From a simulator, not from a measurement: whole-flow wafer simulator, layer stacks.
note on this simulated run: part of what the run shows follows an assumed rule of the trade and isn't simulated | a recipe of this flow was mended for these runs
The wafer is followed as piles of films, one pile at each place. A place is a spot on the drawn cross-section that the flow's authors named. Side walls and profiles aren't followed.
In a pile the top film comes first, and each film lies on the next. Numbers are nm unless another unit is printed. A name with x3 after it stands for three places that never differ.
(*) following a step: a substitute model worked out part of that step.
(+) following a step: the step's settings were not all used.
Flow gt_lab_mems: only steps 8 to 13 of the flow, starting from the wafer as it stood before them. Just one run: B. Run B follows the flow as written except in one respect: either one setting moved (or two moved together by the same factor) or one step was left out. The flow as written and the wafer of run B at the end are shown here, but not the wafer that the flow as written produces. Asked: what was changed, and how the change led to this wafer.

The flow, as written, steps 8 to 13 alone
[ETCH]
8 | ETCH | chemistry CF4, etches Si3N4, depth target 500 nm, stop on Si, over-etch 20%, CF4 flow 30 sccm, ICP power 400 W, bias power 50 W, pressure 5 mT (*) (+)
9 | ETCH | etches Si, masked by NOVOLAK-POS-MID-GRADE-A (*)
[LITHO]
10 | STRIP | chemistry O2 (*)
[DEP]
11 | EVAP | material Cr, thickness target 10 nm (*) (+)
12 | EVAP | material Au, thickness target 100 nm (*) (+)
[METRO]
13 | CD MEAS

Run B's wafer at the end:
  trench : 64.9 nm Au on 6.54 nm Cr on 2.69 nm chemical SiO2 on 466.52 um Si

Cause: step 8, ETCH: depth target 392 nm was run, though the flow has depth target 500 nm.

How this came from the change, step by step:
  8 | ETCH | chemistry CF4, etches Si3N4, depth target 500 nm, stop on Si, over-etch 20%, CF4 flow 30 sccm, ICP power 400 W, bias power 50 W, pressure 5 mT (*) (+)
      trench: -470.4 Si3N4 (as written it would have been: -500 Si3N4 (all of it), -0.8 chemical SiO2 (all of it), -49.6 Si)
      field: -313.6 g/i-line-resist (as written it would have been: -400 g/i-line-resist)
  9 | ETCH | etches Si, masked by NOVOLAK-POS-MID-GRADE-A (*)
      trench: -29.6 Si3N4 (all of it), -0.8 chemical SiO2 (all of it), -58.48 um Si (as written it would have been: -59.96 um Si)
  10 | STRIP | chemistry O2 (*)
      field: -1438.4 g/i-line-resist (all of it) (as written it would have been: -1352 g/i-line-resist (all of it))
